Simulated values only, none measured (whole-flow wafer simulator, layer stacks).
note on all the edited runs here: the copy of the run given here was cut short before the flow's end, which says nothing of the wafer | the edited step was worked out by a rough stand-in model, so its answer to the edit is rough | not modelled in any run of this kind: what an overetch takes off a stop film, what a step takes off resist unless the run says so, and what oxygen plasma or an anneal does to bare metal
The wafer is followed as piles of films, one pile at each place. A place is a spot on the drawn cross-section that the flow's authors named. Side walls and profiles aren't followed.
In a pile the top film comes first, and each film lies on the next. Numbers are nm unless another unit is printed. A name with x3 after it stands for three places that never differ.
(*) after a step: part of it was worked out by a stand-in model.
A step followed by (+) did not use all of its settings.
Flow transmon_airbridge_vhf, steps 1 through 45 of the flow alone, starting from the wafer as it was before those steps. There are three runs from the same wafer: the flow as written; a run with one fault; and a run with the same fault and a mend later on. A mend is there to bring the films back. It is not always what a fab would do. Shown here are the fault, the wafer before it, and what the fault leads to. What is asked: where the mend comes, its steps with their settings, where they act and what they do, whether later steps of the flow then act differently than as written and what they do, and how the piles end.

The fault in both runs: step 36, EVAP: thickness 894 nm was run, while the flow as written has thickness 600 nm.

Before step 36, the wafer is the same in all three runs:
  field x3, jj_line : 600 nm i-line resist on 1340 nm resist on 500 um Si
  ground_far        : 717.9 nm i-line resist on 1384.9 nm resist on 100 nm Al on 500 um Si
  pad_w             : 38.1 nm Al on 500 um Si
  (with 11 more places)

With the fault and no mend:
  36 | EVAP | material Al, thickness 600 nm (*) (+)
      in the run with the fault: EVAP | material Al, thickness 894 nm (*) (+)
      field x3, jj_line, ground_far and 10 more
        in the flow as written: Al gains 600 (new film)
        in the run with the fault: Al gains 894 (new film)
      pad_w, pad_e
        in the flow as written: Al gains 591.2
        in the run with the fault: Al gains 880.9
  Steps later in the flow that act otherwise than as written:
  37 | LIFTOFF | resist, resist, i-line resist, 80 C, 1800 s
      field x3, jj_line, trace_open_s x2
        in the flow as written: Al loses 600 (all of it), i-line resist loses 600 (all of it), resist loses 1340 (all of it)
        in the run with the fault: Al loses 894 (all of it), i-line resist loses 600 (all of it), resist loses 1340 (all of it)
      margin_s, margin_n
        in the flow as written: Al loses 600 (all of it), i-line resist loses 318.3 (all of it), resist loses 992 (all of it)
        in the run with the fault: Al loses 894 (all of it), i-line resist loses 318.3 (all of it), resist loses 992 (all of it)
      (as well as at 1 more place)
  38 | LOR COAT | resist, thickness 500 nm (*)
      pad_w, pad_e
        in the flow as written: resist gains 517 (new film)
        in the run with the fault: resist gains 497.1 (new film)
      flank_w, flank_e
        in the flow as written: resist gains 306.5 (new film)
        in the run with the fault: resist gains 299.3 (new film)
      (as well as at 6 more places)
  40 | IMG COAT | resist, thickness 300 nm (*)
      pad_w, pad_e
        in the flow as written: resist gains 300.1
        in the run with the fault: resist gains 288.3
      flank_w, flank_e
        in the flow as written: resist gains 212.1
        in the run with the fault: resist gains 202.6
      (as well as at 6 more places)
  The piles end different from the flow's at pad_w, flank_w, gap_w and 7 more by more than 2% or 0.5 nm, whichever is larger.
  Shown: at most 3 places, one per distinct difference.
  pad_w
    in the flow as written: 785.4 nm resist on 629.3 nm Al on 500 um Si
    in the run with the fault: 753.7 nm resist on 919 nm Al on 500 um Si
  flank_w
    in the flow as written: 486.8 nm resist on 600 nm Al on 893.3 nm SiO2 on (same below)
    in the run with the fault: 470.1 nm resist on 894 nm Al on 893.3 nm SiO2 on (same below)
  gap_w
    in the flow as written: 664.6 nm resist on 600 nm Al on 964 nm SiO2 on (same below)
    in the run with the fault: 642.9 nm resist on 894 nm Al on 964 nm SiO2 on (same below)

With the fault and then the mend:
  The mend follows step 36.
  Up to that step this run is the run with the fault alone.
  36a | METAL ETCH | etches Al, depth 294 nm (the flow's step 11 again, with other settings)
      field x3, jj_line, ground_far and 12 more
        Al loses 294
  Every later step of the flow that is run acts as written, at every place that is followed, to within 2% or 0.5 nm, whichever is larger.
  At the end the piles are close to the flow's at the places that both follow, differing by at most 2% or 0.5 nm, whichever is larger.
